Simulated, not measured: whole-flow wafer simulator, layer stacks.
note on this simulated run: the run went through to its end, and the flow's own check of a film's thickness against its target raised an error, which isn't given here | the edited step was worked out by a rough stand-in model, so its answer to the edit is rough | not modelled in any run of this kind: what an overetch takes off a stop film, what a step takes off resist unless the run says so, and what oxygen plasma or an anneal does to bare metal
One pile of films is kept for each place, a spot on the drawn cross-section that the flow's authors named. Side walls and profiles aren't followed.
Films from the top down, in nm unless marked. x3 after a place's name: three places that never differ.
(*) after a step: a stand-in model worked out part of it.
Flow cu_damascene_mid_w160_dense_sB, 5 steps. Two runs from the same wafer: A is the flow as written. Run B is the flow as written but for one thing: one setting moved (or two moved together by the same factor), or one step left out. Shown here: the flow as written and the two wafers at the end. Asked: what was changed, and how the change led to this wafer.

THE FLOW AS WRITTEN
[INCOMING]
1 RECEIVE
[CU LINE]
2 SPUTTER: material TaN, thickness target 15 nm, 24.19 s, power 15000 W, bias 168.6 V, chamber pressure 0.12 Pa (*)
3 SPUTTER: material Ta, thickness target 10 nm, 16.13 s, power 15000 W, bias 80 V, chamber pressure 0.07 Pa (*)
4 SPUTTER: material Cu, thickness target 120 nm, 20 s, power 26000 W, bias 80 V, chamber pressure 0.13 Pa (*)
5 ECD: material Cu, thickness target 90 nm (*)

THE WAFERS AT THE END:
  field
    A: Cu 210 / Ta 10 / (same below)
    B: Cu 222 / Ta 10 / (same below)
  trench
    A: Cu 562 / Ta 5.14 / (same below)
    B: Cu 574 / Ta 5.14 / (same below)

The cause: step 4, SPUTTER: thickness target 132 nm was run, where the flow has thickness target 120 nm; step 4, SPUTTER: 22 s was run, where the flow has 20 s.

How the change led to this, step by step:
  4 SPUTTER: material Cu, thickness target 120 nm, 20 s, power 26000 W, bias 80 V, chamber pressure 0.13 Pa (*)
      field: A Cu +120 (new film) | B Cu +132 (new film)
      trench: A Cu +62 (new film) | B Cu +68.2 (new film)
